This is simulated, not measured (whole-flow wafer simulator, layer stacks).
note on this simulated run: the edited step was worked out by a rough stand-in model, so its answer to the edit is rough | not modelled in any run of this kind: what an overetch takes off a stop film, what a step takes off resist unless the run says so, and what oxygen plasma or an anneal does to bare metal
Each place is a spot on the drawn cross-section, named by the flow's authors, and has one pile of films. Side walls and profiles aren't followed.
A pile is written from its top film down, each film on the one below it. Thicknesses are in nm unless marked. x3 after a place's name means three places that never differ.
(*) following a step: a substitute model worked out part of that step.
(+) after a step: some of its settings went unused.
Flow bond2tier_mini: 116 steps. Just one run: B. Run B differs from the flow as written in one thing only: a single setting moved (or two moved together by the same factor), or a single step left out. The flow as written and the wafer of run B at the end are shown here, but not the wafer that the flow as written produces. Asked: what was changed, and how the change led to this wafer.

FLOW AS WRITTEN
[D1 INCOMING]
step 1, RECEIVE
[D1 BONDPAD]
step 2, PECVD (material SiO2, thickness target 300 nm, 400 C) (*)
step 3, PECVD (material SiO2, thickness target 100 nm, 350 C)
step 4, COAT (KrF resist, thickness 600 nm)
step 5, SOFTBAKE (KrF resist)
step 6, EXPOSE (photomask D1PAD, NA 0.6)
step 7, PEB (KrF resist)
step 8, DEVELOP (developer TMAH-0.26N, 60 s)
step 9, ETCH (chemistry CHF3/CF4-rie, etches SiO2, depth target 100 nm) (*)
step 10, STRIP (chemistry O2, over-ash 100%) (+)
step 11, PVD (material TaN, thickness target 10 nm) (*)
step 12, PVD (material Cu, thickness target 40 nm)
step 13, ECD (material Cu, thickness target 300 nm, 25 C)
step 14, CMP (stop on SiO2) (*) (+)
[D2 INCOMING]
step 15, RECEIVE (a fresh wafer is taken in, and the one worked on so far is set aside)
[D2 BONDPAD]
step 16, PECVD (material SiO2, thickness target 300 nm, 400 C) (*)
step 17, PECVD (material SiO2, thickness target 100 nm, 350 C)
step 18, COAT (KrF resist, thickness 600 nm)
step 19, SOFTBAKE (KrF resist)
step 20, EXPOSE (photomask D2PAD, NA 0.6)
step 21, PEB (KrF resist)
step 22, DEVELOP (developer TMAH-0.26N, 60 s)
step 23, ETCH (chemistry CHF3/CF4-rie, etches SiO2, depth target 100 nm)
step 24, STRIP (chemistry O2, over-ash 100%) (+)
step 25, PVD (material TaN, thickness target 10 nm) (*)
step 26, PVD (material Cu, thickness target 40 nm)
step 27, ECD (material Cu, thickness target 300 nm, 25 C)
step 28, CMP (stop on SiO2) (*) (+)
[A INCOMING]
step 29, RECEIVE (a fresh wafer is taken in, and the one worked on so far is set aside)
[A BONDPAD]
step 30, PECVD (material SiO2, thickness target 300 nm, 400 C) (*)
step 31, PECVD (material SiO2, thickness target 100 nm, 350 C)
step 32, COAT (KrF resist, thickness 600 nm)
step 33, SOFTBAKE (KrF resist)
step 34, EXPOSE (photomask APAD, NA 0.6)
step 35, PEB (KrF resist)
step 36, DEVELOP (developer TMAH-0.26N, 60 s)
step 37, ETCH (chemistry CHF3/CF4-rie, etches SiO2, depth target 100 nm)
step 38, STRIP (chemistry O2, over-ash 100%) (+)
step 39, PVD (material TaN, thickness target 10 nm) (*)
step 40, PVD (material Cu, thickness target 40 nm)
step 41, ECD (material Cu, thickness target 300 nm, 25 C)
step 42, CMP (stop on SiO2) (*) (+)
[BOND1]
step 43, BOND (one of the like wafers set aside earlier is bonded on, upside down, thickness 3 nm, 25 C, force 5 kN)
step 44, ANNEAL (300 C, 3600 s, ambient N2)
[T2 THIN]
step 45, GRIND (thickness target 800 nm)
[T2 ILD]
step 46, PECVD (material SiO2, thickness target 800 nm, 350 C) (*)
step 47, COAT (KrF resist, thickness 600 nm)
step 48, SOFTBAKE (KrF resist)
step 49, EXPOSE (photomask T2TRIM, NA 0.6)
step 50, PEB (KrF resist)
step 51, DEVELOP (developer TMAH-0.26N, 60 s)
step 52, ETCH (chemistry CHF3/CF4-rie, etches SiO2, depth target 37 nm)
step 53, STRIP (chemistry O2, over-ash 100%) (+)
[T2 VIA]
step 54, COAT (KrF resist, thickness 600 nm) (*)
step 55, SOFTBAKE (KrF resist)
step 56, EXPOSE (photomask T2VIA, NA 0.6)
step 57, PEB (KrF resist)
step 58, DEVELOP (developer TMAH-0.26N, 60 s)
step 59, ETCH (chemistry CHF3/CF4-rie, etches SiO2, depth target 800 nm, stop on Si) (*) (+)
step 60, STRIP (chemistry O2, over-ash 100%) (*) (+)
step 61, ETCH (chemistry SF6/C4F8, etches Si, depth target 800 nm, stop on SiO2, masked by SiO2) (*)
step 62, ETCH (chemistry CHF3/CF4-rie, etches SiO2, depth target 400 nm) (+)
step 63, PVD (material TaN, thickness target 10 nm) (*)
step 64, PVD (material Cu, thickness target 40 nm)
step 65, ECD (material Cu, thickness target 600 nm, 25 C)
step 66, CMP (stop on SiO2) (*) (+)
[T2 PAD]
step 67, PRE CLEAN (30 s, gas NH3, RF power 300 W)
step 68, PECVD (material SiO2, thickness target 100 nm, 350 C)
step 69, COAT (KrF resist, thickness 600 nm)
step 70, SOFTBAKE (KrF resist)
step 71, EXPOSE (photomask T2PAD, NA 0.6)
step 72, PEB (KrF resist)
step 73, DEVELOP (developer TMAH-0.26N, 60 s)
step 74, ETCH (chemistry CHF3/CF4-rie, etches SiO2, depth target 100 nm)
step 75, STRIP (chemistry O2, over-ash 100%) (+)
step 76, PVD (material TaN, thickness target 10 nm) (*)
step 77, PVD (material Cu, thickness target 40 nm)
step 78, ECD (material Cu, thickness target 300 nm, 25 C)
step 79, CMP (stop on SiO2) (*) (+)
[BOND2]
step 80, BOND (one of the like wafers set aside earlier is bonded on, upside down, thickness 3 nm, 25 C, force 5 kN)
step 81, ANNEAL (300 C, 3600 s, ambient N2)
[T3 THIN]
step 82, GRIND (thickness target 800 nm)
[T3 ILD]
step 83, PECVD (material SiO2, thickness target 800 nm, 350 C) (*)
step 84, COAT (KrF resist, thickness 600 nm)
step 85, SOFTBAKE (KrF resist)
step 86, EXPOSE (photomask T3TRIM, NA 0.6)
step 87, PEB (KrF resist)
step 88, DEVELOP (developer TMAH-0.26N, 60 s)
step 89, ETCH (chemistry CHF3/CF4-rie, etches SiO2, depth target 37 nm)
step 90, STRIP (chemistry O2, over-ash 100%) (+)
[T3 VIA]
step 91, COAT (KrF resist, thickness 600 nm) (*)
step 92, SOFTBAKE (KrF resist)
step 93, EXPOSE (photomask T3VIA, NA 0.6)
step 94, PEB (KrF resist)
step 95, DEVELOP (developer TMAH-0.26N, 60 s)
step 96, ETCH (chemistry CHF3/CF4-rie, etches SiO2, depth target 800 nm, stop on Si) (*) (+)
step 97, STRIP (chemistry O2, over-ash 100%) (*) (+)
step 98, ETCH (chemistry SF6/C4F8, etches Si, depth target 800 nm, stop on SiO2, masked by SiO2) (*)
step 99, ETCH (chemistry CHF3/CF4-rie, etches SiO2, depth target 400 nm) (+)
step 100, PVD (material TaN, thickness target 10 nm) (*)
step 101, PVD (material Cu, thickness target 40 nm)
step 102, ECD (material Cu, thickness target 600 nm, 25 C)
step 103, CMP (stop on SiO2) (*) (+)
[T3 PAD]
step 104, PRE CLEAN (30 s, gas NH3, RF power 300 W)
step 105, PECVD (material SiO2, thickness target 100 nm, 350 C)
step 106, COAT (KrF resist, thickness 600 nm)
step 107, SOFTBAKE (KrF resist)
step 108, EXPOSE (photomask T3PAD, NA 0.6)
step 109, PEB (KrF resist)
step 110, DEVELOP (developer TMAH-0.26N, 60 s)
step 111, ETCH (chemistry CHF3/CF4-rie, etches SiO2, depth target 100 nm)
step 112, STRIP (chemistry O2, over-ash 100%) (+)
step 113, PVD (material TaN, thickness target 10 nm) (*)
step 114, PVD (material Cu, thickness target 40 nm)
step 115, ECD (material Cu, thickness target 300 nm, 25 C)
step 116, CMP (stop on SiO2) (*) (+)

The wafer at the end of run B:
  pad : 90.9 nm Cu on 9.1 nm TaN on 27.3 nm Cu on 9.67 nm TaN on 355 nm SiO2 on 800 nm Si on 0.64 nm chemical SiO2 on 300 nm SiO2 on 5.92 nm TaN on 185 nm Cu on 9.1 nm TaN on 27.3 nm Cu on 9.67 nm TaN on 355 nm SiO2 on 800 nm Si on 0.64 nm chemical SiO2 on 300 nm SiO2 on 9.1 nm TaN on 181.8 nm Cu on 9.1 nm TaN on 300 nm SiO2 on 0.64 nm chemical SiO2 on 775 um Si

What caused this: step 25, PVD: thickness target 6.5 nm was run, though the flow has thickness target 10 nm.

The path from the change to this, step by step:
  step 25, PVD (material TaN, thickness target 10 nm) (*)
      field: +6.5 TaN (new film) (in the flow as written it would be: +10 TaN (new film))
      pad: +5.92 TaN (new film) (in the flow as written it would be: +9.1 TaN (new film))
      (and at 1 other place as well)
  step 28, CMP (stop on SiO2) (*) (+)
      field: -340 Cu (all of it), -6.5 TaN (all of it) (in the flow as written it would be: -340 Cu (all of it), -10 TaN (all of it))
  step 80, BOND (one of the like wafers set aside earlier is bonded on, upside down, thickness 3 nm, 25 C, force 5 kN)
      pad: +775 um Si (new film), +0.64 chemical SiO2 (new film), +300 SiO2 (new film), +5.92 TaN (new film), +94.1 Cu (in the flow as written it would be: +775 um Si (new film), +0.64 chemical SiO2 (new film), +300 SiO2 (new film), +9.1 TaN (new film), +90.9 Cu)
